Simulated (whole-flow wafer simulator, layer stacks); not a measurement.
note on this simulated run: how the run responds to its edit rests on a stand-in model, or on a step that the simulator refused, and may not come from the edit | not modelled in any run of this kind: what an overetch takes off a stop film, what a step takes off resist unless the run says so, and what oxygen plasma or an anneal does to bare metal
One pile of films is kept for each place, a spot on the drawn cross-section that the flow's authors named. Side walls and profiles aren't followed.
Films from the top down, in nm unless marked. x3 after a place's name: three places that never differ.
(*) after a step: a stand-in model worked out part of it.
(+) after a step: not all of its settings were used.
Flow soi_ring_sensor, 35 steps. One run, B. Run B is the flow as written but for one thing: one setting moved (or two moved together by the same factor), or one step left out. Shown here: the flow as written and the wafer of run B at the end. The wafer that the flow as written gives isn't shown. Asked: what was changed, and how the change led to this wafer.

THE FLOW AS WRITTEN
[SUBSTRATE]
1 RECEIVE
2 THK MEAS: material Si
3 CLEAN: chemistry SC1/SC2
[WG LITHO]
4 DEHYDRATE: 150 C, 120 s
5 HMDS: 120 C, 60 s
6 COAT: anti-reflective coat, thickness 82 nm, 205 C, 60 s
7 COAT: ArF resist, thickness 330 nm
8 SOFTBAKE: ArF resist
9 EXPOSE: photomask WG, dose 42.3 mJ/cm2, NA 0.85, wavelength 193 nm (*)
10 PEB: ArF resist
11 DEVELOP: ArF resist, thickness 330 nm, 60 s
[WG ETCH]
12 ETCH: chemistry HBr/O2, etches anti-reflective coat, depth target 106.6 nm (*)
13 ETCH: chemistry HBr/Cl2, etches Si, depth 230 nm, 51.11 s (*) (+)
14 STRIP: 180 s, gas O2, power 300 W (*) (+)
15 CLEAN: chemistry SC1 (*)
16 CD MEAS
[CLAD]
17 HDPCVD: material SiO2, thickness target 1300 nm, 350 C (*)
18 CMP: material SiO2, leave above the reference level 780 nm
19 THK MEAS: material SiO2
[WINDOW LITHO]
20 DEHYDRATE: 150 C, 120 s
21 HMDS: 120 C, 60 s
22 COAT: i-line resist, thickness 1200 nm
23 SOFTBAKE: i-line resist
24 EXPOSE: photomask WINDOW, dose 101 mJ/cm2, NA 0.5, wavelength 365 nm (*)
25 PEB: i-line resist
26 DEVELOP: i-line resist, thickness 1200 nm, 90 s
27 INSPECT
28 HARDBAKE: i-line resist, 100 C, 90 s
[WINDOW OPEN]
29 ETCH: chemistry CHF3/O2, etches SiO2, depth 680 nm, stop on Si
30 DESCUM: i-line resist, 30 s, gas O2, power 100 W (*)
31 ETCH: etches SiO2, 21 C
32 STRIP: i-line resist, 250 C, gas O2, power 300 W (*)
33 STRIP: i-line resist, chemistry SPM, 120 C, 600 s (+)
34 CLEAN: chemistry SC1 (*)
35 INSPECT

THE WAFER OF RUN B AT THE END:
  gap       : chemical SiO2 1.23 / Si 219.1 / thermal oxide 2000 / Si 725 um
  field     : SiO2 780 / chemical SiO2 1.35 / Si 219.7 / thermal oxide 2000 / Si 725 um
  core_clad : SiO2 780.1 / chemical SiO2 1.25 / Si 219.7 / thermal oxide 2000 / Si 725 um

The cause: step 12, ETCH: chemistry HBr/O2, etches anti-reflective coat, depth target 106.6 nm (*), was left out.

How the change led to this, step by step:
  13 ETCH: chemistry HBr/Cl2, etches Si, depth 230 nm, 51.11 s (*) (+)
      gap, window, field, gap_clad: anti-reflective coat -82 (all of it) (as written it would be: Si -220 (all of it), thermal oxide -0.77)
  14 STRIP: 180 s, gas O2, power 300 W (*) (+)
      gap, window, field, gap_clad: chemical SiO2 +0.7, Si -0.31 (as written it would be: nothing)
      core, core_clad: ArF resist -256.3 (all of it), anti-reflective coat -82 (all of it), chemical SiO2 +0.61, Si -0.27 (as written it would be: ArF resist -171 (all of it), anti-reflective coat -82 (all of it), chemical SiO2 +0.63, Si -0.28)
  18 CMP: material SiO2, leave above the reference level 780 nm
      gap, window, field, gap_clad: SiO2 -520 (as written it would be: SiO2 -298.2)
  31 ETCH: etches SiO2, 21 C
      gap, window: SiO2 -100 (all of it), chemical SiO2 -1.35 (all of it) (as written it would be: SiO2 -321.8 (all of it))
  32 STRIP: i-line resist, 250 C, gas O2, power 300 W (*)
      gap, window: chemical SiO2 +1.23 (new film), Si -0.54 (as written it would be: nothing)
